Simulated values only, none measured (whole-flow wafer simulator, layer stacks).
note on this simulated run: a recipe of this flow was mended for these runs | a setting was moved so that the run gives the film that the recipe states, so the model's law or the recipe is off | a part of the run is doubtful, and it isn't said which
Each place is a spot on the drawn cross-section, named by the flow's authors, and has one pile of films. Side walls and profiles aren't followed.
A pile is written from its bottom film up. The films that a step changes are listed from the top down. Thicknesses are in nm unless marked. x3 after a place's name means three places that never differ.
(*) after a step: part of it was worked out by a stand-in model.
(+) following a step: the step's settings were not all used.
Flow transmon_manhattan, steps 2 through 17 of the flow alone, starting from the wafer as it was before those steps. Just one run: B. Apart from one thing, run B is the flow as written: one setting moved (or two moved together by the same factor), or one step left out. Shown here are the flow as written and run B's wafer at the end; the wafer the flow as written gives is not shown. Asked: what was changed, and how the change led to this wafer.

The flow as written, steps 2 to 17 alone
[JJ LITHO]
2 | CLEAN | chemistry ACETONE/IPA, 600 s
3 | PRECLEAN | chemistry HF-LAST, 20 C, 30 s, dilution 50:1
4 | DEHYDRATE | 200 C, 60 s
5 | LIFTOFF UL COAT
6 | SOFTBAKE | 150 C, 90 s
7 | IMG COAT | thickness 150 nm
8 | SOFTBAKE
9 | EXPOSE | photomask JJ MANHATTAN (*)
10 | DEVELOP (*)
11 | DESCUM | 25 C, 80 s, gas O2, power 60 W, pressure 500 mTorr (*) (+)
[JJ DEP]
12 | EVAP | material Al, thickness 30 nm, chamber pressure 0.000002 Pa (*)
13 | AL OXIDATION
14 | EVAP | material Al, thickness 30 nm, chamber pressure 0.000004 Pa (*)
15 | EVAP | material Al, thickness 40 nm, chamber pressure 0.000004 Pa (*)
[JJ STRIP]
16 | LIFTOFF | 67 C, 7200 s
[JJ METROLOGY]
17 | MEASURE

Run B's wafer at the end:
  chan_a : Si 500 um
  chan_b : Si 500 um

Cause: step 10, DEVELOP (*), was not run.

How this came from the change, step by step:
  11 | DESCUM | 25 C, 80 s, gas O2, power 60 W, pressure 500 mTorr (*) (+)
      chan_a, chan_b: e-beam-resist loses 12 (it would be, as written: nothing)
  12 | EVAP | material Al, thickness 30 nm, chamber pressure 0.000002 Pa (*)
      chan_a: Al gains 30 (new film) (it would be, as written: nothing)
  13 | AL OXIDATION
      chan_a: Al2O3 gains 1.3 (new film), Al loses 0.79 (it would be, as written: nothing)
  14 | EVAP | material Al, thickness 30 nm, chamber pressure 0.000004 Pa (*)
      chan_b: Al gains 30 (new film) (it would be, as written: nothing)
  15 | EVAP | material Al, thickness 40 nm, chamber pressure 0.000004 Pa (*)
      chan_b: Al gains 40 (it would be, as written: nothing)
  16 | LIFTOFF | 67 C, 7200 s
      chan_a, chan_b: Al loses 70 (all of it), Al2O3 loses 1.3 (all of it), Al loses 29.2 (all of it), e-beam-resist loses 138 (all of it), copolymer-underlayer loses 500 (all of it) (it would be, as written: nothing)
Taking metal films that touch as one body, chan_a has 0 bodies; the flow as written gives 1 body.
Taking metal films that touch as one body, chan_b has 0 bodies; the flow as written gives 1 body.
